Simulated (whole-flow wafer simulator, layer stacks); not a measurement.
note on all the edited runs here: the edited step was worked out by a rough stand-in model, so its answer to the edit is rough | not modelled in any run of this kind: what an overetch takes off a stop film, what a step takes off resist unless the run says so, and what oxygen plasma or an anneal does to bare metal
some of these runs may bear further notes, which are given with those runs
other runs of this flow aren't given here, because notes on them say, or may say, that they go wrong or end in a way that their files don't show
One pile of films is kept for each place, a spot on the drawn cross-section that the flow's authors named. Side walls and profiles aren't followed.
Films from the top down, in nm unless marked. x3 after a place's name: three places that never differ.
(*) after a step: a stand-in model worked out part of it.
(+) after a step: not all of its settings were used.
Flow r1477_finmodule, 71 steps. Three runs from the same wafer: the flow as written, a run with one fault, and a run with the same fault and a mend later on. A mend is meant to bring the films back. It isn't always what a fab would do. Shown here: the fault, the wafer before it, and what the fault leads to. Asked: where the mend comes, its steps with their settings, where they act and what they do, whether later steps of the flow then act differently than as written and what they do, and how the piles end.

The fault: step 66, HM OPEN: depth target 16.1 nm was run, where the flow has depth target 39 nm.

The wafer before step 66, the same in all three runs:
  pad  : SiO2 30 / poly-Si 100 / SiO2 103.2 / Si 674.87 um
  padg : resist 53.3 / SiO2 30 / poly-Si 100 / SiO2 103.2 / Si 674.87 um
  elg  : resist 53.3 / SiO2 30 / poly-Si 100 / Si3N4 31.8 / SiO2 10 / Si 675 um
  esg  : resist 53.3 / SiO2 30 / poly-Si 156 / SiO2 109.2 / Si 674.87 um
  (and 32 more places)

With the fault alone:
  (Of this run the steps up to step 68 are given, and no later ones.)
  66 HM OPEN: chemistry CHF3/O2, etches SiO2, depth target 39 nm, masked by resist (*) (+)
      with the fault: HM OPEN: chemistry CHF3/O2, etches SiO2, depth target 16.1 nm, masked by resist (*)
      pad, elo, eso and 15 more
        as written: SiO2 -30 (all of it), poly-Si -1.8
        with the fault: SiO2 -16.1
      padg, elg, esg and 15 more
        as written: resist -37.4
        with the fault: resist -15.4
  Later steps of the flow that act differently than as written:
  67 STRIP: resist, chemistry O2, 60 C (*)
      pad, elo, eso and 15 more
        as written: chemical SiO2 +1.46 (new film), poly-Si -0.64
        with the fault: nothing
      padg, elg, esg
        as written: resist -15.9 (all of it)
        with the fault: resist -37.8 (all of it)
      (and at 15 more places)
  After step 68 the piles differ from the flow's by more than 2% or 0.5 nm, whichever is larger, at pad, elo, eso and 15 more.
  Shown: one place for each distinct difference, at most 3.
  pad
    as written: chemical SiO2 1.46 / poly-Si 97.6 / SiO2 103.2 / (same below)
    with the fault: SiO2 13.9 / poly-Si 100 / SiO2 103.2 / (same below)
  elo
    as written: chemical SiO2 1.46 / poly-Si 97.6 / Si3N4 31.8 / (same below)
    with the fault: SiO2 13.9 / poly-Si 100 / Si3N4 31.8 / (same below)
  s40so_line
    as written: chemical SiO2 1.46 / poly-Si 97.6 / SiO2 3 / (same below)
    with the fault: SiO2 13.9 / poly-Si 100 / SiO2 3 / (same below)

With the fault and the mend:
  The mend comes after step 67.
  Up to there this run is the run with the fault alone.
  67a DEHYDRATE: 150 C, 120 s (the flow's step 59 once more)
      changes no film at any place that is followed
  67b COAT: resist, thickness 70 nm (*) (the flow's step 60 once more)
      e40lg, e100lg, e200lg, elo, e40lo, e100lo, e200lo
        resist +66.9 (new film)
      s40sg, s45sg, s40so, s45so
        resist +91 (new film)
      s40sg_line, s45sg_line, s40so_line, s45so_line
        resist +68.5 (new film)
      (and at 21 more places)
  67c SOFTBAKE: 180 C, 180 s (*) (the flow's step 61 once more)
      changes no film at any place that is followed
  67d EXPOSE: resist, photomask GATE (the flow's step 62 once more)
      changes no film at any place that is followed
  67e DEVELOP (*) (the flow's step 63 once more)
      elo, e40lo, e100lo, e200lo
        resist -66.9 (all of it)
      eso, e40so
        resist -129.5 (all of it)
      s40so, s45so
        resist -91 (all of it)
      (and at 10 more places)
  67f DESCUM: chemistry O2, 20 C, 10 s (*) (the flow's step 65 once more)
      padg, elg, esg and 15 more
        resist -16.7
  67g HM OPEN: chemistry CHF3/O2, etches SiO2, depth target 22.9 nm, masked by resist (*) (+) (the flow's step 66 once more, with other settings)
      pad, elo, eso and 15 more
        SiO2 -13.9 (all of it), poly-Si -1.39
      padg, elg, esg and 15 more
        resist -20
  67h STRIP: resist, chemistry O2, 60 C (*) (the flow's step 67 once more)
      pad, elo, eso and 15 more
        chemical SiO2 +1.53 (new film), poly-Si -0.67
      e40lg, e100lg, e200lg
        resist -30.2 (all of it)
      elg, esg
        resist -33.3 (all of it)
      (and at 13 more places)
  No later step of the flow acts differently than as written, at any place that is followed, by more than 2% or 0.5 nm, whichever is larger.
  At the end the piles differ from the flow's only slightly at the places that both follow, by at most 2% or 0.5 nm, whichever is larger.
